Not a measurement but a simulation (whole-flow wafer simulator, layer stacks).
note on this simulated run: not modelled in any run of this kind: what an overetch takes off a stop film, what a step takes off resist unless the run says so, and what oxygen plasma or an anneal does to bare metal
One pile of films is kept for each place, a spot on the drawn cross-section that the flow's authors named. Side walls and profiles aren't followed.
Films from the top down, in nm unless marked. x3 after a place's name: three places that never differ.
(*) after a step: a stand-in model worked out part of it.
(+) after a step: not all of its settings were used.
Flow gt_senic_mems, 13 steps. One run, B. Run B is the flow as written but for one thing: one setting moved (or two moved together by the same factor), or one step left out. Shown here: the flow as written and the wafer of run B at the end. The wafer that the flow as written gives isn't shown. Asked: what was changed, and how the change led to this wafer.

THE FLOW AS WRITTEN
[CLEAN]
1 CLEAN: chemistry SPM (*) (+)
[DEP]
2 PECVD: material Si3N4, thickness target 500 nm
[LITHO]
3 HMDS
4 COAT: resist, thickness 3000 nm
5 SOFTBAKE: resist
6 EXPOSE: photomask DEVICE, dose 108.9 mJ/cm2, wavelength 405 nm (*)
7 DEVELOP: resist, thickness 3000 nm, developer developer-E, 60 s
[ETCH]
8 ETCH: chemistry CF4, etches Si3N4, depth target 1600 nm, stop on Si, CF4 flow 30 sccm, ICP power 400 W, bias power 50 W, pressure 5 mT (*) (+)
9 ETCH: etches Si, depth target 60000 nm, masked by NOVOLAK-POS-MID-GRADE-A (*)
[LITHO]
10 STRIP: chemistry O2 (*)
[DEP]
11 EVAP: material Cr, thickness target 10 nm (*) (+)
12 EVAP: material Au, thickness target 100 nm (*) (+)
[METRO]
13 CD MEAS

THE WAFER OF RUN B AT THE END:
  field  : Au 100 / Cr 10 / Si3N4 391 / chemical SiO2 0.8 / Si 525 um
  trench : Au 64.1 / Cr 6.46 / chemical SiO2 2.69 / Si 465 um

The cause: step 2, PECVD: thickness target 391 nm was run, where the flow has thickness target 500 nm.
It can be read off the wafer: field has Si3N4 391, and step 2 as written asks for 500 nm.

How the change led to this, step by step:
  2 PECVD: material Si3N4, thickness target 500 nm
      field, trench: Si3N4 +391 (new film) (as written it would be: Si3N4 +500 (new film))
  8 ETCH: chemistry CF4, etches Si3N4, depth target 1600 nm, stop on Si, CF4 flow 30 sccm, ICP power 400 W, bias power 50 W, pressure 5 mT (*) (+)
      field: resist -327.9 (as written it would be: resist -400.5)
      trench: Si3N4 -391 (all of it), chemical SiO2 -0.8 (all of it) (as written it would be: Si3N4 -500 (all of it), chemical SiO2 -0.8 (all of it))
  10 STRIP: chemistry O2 (*)
      field: resist -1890 (all of it) (as written it would be: resist -1817.3 (all of it))
